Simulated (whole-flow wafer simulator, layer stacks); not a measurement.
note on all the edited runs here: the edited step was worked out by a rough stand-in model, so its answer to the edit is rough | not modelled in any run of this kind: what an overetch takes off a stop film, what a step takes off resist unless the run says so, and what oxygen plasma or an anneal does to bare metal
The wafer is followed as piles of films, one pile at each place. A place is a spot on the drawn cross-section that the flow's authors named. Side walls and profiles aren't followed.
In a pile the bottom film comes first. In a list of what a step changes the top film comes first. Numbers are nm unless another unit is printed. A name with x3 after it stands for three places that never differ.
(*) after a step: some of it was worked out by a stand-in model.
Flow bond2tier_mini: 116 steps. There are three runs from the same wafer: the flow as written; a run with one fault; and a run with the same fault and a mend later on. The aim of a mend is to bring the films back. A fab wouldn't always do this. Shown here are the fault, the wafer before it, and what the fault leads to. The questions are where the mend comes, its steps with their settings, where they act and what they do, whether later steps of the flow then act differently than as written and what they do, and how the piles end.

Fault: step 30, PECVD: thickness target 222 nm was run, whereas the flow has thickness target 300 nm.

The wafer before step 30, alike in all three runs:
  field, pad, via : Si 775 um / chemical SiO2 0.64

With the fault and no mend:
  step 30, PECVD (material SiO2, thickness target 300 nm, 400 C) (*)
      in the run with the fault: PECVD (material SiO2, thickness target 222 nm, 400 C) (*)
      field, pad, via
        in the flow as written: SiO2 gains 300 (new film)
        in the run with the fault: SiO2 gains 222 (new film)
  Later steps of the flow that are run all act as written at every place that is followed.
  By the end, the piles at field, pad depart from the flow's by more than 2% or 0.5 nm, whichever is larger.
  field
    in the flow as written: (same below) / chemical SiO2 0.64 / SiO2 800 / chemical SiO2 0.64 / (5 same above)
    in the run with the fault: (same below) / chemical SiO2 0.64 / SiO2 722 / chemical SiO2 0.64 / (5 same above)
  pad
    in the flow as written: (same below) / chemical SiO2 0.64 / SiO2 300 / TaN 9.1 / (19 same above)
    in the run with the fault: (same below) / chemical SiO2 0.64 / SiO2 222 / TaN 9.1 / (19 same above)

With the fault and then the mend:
  The mend follows step 30.
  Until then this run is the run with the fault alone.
  step 30a, PECVD (material SiO2, thickness target 78 nm, 400 C) (a further turn of the flow's step 30, with different settings)
      field, pad, via
        SiO2 gains 78
  Later steps of the flow that are run all act as written at every place that is followed.
  The piles end the same as the flow's at every place that both follow.
